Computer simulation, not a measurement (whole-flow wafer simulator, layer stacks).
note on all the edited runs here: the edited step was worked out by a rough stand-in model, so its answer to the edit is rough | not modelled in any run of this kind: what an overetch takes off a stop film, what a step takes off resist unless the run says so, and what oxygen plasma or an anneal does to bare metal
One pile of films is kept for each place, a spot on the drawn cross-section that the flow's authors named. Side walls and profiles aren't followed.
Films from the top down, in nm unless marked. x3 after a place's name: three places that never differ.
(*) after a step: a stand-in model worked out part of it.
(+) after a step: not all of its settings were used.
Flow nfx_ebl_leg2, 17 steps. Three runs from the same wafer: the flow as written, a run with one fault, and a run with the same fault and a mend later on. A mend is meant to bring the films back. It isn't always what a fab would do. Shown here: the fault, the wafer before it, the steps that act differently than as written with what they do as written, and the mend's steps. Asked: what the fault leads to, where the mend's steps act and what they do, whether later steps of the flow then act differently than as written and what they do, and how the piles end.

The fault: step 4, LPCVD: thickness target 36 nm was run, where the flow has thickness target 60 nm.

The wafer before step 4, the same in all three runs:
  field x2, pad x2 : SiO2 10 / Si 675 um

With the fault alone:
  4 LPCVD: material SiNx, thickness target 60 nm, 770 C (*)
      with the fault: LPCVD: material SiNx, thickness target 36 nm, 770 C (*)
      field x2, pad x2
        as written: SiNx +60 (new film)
        with the fault: SiNx +36 (new film)
  Later steps of the flow that act differently than as written:
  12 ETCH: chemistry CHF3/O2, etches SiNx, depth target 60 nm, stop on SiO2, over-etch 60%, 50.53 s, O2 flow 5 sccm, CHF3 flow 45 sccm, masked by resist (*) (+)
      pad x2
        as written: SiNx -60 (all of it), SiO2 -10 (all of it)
        with the fault: SiNx -36 (all of it), SiO2 -10 (all of it)
  At the end the piles differ from the flow's by more than 2% or 0.5 nm, whichever is larger, at field x2.
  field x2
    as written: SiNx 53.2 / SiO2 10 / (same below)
    with the fault: SiNx 29.2 / SiO2 10 / (same below)

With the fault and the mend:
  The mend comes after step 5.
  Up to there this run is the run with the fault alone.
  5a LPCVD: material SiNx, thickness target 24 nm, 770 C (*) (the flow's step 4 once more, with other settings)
      field x2, pad x2
        SiNx +24
  No later step of the flow acts differently than as written at any place that is followed.
  At the end the piles are the same as the flow's at every place that both follow.
